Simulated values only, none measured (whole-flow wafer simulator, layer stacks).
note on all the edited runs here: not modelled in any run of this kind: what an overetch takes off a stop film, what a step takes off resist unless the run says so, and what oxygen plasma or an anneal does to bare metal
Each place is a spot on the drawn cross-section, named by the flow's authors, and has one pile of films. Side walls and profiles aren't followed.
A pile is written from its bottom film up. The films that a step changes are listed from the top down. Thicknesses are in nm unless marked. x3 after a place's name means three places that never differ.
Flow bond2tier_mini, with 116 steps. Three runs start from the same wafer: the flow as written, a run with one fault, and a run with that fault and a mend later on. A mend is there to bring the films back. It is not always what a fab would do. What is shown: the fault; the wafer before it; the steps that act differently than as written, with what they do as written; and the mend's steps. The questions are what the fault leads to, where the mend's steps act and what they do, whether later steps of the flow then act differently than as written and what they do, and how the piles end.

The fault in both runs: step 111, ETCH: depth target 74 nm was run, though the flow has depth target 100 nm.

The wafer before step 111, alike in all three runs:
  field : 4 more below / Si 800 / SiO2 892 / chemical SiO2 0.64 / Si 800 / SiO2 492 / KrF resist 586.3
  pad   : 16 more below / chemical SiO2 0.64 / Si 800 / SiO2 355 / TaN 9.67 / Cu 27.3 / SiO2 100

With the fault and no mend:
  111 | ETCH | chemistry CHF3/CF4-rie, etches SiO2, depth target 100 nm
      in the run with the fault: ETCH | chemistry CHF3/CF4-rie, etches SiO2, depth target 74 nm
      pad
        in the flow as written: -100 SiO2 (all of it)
        in the run with the fault: -74 SiO2
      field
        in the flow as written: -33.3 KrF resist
        in the run with the fault: -24.7 KrF resist
  Steps further on in the flow that do not act as written (2 other steps are not shown; they differ only slightly, by no more than 2% or 0.5 nm, whichever is larger):
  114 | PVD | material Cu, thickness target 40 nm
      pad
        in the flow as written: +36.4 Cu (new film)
        in the run with the fault: +37.3 Cu (new film)
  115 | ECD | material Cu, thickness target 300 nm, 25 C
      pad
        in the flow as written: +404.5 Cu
        in the run with the fault: +377.3 Cu
  By the end, the piles at pad depart from the flow's by more than 2% or 0.5 nm, whichever is larger.
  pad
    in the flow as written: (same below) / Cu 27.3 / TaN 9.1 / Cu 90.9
    in the run with the fault: (same below) / Cu 27.3 / SiO2 26 / TaN 9.33 / Cu 64.7

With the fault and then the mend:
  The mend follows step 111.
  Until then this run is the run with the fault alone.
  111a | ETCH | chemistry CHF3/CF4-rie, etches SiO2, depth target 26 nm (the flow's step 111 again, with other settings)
      field
        -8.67 KrF resist
      pad
        -26 SiO2 (all of it)
  Later steps of the flow that are run all act as written at every place that is followed.
  The piles end the same as the flow's at every place that both follow.
